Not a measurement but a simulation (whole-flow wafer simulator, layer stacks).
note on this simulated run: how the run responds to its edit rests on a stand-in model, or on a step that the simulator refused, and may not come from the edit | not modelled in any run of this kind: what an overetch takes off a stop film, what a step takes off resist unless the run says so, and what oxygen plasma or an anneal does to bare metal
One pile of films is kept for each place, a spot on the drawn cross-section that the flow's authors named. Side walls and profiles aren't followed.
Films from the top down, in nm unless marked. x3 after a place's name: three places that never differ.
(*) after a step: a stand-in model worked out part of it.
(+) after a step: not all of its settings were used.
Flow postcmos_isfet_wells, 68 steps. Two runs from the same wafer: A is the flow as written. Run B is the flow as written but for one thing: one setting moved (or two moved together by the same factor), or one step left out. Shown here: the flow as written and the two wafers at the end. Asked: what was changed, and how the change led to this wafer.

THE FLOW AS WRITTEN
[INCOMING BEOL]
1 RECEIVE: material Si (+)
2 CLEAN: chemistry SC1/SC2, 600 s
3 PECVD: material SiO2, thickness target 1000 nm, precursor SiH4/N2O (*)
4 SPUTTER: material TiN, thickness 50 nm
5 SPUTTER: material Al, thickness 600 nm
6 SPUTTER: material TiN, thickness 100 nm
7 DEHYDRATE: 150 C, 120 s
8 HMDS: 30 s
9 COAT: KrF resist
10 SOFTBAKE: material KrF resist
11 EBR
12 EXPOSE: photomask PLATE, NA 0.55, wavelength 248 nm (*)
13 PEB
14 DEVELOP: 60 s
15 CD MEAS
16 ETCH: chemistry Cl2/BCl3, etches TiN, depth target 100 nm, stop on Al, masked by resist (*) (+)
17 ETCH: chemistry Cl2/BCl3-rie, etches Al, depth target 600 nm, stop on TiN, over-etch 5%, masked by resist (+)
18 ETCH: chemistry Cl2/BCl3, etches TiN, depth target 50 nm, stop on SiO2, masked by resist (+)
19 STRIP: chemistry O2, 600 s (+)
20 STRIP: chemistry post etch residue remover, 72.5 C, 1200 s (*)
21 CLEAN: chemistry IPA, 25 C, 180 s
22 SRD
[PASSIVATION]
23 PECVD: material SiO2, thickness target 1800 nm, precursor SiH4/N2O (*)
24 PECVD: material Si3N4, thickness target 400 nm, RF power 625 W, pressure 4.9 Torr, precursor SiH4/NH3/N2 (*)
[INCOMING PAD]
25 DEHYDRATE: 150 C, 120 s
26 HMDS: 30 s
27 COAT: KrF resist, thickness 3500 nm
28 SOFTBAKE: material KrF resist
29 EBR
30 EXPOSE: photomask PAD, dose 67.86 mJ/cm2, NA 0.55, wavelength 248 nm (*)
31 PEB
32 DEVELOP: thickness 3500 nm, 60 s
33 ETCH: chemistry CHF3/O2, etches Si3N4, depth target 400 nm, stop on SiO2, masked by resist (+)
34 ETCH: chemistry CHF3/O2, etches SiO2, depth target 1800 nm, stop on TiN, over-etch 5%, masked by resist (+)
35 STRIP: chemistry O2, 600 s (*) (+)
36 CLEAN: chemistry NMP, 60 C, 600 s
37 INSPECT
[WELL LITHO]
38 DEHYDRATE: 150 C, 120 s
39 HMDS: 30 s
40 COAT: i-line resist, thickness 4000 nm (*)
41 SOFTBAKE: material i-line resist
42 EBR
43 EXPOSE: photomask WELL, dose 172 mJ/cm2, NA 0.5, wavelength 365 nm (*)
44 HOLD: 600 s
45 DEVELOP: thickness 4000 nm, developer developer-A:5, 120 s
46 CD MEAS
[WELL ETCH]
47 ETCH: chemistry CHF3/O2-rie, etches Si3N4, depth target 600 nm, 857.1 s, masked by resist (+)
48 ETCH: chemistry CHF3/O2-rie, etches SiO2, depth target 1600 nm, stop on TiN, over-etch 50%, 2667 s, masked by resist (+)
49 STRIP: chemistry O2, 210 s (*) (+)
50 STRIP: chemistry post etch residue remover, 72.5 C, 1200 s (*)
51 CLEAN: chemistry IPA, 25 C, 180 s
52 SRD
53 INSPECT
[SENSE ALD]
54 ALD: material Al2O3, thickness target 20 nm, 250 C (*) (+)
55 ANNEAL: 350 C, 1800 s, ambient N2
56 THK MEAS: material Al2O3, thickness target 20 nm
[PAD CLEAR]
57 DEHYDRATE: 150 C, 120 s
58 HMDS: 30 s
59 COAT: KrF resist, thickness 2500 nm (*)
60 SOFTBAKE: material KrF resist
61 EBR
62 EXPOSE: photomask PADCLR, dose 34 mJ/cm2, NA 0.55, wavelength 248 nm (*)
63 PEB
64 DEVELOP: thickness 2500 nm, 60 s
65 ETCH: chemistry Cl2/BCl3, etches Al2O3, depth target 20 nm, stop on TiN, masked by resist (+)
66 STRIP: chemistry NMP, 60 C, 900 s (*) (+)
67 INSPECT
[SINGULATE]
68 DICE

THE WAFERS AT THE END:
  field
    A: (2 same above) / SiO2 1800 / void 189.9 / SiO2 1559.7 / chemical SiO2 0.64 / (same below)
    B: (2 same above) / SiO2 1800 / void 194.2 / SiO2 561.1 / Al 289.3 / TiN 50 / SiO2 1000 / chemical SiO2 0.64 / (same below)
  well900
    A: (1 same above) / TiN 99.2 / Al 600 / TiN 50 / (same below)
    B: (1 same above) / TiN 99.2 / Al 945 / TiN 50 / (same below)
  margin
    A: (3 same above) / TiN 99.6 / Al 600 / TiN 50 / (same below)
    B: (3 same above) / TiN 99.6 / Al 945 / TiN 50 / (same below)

The cause: step 5, SPUTTER: thickness 945 nm was run, where the flow has thickness 600 nm.
It can be read off the wafer: well900 has Al 945, and step 5 as written asks for 600 nm.

How the change led to this, step by step:
  5 SPUTTER: material Al, thickness 600 nm
      field, margin, well900, well1300 x3, pad_rim, pad_clr, pad_open: A Al +600 (new film) | B Al +945 (new film)
  17 ETCH: chemistry Cl2/BCl3-rie, etches Al, depth target 600 nm, stop on TiN, over-etch 5%, masked by resist (+)
      field: A Al -600 (all of it) | B Al -600
  18 ETCH: chemistry Cl2/BCl3, etches TiN, depth target 50 nm, stop on SiO2, masked by resist (+)
      field: A TiN -50 (all of it) | B Al -50
  20 STRIP: chemistry post etch residue remover, 72.5 C, 1200 s (*)
      field: A nothing | B Al -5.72
  23 PECVD: material SiO2, thickness target 1800 nm, precursor SiH4/N2O (*)
      field: A SiO2 +1800 (new film), void +189.9 (new film), SiO2 +559.7 | B SiO2 +1800 (new film), void +194.2 (new film), SiO2 +561.1 (new film)
Counting metal films that touch as one body, field has 1 body; the flow as written gives 0 bodies.
